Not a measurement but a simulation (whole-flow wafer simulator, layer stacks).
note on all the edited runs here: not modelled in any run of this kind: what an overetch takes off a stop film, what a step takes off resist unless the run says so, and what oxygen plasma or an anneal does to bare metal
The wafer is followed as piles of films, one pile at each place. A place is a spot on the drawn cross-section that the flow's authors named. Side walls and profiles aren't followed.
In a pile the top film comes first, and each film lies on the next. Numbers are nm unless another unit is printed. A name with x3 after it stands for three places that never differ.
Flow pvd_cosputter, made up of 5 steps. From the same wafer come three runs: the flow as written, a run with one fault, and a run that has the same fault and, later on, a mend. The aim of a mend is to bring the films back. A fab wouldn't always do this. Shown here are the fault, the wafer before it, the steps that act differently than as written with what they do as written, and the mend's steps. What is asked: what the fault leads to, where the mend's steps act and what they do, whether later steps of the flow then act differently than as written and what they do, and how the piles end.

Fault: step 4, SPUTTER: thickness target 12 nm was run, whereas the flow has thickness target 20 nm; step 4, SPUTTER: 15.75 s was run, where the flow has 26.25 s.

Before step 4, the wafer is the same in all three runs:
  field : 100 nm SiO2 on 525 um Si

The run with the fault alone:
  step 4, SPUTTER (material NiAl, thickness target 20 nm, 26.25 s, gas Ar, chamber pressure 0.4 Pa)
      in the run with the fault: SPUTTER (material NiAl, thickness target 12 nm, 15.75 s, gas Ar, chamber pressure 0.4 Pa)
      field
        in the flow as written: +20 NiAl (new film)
        in the run with the fault: +12 NiAl (new film)
  Later steps of the flow that are run all act as written at every place that is followed.
  By the end, the piles at field depart from the flow's by more than 2% or 0.5 nm, whichever is larger.
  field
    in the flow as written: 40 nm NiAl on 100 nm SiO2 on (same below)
    in the run with the fault: 32 nm NiAl on 100 nm SiO2 on (same below)

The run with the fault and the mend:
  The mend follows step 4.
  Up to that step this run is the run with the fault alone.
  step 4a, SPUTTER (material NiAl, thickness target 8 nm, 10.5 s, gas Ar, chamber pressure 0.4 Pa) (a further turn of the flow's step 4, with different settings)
      field
        +8 NiAl
  Later steps of the flow that are run all act as written at every place that is followed.
  At every place that both follow, the piles at the end match the flow's.
